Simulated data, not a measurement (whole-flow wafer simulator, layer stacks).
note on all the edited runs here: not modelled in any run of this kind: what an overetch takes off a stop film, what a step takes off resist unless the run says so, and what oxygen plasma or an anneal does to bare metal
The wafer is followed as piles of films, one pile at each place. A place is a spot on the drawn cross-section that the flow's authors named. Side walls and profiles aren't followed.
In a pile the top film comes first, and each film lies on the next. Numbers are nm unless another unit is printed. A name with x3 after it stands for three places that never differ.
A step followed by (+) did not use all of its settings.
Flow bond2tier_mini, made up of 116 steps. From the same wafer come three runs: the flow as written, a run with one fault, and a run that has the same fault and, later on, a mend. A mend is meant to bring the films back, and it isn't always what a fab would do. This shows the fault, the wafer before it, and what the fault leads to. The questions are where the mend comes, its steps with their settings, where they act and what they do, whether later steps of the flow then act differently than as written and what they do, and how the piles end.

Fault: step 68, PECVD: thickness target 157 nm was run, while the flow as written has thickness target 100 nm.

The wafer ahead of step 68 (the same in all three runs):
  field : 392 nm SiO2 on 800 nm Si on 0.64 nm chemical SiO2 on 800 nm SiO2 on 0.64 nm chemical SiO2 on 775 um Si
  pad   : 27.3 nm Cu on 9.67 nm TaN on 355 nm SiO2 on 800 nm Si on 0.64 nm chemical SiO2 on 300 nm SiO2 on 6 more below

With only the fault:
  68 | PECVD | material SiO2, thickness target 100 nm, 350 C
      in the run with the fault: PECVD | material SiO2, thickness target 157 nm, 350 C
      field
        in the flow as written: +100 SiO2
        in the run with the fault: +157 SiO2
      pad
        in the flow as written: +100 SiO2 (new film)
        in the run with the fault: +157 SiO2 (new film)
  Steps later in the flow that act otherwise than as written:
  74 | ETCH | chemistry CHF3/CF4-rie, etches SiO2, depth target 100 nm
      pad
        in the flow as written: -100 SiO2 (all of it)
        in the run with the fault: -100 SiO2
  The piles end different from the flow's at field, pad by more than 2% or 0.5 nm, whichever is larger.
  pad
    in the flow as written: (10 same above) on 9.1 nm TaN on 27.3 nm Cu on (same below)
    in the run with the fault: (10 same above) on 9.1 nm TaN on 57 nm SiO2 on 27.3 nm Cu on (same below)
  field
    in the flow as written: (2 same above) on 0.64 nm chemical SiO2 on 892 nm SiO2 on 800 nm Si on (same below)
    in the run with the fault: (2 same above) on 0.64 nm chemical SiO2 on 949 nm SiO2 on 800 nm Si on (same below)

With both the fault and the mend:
  After step 73 comes the mend.
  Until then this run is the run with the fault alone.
  73a | STRIP | chemistry O2, over-ash 100% (+)
      field
        -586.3 KrF resist (all of it)
  73b | ETCH | chemistry CHF3/CF4-rie, etches SiO2, depth target 57 nm (the flow's step 62 again, with other settings)
      field, pad
        -57 SiO2
  73c | COAT | KrF resist, thickness 600 nm (the flow's step 69 again)
      field, pad
        +600 KrF resist (new film)
  73d | SOFTBAKE | KrF resist (the flow's step 70 again)
      leaves every film unchanged at each place that is followed
  73e | EXPOSE | photomask T2PAD, NA 0.6 (the flow's step 71 again)
      leaves every film unchanged at each place that is followed
  73f | PEB | KrF resist (the flow's step 72 again)
      leaves every film unchanged at each place that is followed
  73g | DEVELOP | developer TMAH-0.26N, 60 s (the flow's step 73 again)
      field
        -13.7 KrF resist
      pad
        -600 KrF resist (all of it)
  Later steps of the flow that are run all act as written at every place that is followed.
  The piles end the same as the flow's at every place that both follow.
